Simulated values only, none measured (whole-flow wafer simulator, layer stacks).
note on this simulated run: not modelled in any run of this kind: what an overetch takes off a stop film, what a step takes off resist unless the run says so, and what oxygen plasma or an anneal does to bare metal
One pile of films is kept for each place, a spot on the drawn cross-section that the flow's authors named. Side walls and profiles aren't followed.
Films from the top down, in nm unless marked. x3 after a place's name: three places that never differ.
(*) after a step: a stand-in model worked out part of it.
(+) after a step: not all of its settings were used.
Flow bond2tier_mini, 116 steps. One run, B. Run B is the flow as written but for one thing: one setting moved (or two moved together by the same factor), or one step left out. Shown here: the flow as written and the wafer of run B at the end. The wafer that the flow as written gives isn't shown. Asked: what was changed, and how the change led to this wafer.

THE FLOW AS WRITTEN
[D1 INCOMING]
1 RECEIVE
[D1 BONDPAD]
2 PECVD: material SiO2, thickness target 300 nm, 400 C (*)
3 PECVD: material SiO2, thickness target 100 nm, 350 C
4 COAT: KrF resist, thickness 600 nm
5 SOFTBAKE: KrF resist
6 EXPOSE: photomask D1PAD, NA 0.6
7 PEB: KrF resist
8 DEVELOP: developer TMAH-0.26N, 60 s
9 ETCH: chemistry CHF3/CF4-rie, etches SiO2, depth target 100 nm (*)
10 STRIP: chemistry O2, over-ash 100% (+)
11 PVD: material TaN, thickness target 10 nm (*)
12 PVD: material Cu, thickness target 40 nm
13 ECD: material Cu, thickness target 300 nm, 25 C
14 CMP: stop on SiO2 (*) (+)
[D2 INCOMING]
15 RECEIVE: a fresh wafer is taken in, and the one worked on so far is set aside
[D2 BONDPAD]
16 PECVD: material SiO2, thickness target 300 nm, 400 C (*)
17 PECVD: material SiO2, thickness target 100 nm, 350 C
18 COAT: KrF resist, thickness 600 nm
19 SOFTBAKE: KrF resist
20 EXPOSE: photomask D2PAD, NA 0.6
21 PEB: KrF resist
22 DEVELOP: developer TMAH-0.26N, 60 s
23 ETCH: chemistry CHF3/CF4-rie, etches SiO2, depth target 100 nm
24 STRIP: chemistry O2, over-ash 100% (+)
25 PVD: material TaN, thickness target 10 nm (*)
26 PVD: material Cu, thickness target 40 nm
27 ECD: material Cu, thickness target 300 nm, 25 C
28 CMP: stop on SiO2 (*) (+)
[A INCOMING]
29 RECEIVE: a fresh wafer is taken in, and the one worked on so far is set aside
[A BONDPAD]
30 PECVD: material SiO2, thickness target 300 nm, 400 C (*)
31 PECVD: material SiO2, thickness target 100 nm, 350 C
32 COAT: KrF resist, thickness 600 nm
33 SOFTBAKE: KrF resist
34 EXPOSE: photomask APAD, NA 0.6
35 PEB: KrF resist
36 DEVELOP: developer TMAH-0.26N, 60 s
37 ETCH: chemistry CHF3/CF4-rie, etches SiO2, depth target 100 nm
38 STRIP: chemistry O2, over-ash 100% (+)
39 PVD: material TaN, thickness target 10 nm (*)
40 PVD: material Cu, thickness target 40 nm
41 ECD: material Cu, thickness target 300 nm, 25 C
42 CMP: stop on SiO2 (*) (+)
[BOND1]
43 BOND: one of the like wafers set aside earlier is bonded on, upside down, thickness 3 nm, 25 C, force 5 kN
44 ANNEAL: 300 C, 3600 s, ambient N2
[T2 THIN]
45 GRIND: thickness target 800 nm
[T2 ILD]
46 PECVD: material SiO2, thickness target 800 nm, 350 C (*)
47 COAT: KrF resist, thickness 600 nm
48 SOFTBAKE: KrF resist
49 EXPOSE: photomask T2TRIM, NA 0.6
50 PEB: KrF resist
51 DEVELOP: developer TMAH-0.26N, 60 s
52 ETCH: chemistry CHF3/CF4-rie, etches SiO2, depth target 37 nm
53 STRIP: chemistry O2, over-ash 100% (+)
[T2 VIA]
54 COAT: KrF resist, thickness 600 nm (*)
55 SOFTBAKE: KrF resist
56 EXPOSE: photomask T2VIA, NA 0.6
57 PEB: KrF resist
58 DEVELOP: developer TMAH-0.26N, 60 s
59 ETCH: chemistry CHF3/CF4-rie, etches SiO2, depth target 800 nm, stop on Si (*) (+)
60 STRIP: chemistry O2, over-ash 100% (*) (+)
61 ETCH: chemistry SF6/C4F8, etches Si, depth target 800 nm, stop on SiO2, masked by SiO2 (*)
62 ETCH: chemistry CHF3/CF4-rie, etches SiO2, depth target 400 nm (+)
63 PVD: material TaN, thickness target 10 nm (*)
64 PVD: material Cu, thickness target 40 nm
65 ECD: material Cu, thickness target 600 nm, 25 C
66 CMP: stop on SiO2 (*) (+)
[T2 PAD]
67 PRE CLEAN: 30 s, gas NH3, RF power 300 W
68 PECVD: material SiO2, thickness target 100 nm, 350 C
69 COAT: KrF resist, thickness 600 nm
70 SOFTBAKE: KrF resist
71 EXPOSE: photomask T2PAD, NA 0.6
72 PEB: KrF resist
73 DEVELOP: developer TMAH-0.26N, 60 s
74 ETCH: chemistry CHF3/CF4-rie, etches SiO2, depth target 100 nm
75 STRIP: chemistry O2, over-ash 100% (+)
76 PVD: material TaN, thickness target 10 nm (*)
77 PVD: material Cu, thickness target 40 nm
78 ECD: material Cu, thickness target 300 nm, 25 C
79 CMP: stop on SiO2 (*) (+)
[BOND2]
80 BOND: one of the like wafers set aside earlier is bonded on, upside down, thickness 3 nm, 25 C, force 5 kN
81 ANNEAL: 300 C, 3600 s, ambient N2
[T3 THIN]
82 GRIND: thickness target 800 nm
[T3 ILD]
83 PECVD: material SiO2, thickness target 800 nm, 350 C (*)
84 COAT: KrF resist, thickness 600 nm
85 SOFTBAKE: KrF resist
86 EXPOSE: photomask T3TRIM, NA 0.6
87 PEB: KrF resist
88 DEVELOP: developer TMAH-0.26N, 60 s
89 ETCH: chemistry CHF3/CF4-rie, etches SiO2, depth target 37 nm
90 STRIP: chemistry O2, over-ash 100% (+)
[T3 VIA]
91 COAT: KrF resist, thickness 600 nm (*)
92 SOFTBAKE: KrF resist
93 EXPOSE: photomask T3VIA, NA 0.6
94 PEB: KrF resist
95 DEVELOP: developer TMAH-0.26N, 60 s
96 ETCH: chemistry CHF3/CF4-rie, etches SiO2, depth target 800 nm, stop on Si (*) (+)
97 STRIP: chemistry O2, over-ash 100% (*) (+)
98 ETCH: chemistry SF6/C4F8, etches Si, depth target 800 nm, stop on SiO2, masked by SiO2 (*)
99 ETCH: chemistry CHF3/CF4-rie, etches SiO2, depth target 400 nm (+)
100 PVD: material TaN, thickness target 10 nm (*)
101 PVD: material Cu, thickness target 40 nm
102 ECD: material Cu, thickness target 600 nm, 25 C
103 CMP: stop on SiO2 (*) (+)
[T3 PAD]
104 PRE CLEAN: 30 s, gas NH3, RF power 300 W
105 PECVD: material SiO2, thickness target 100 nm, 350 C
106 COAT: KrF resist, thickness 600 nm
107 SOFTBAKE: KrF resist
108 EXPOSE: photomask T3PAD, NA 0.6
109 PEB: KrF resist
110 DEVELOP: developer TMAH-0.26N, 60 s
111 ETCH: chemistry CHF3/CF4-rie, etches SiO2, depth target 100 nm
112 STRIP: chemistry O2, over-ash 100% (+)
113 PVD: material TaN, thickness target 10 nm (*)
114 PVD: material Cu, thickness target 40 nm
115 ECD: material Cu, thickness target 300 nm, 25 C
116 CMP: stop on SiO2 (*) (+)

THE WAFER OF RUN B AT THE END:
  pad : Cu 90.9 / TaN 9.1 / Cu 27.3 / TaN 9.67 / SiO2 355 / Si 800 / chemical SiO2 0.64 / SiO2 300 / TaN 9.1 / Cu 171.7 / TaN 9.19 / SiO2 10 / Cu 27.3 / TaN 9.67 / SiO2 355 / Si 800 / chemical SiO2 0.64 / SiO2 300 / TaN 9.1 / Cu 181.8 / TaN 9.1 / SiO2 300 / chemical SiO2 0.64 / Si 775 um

The cause: step 74, ETCH: depth target 90 nm was run, where the flow has depth target 100 nm.

How the change led to this, step by step:
  74 ETCH: chemistry CHF3/CF4-rie, etches SiO2, depth target 100 nm
      pad: SiO2 -90 (as written it would be: SiO2 -100 (all of it))
      field: KrF resist -30 (as written it would be: KrF resist -33.3)
  78 ECD: material Cu, thickness target 300 nm, 25 C
      pad: Cu +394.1 (as written it would be: Cu +404.5)
Counting metal films that touch as one body, pad has 4 bodies (between them, from the top down: SiO2 355 / Si 800 / chemical SiO2 0.64 / SiO2 300; SiO2 10; SiO2 355 / Si 800 / chemical SiO2 0.64 / SiO2 300); the flow as written gives 3 bodies (between them, from the top down: SiO2 355 / Si 800 / chemical SiO2 0.64 / SiO2 300; SiO2 355 / Si 800 / chemical SiO2 0.64 / SiO2 300).
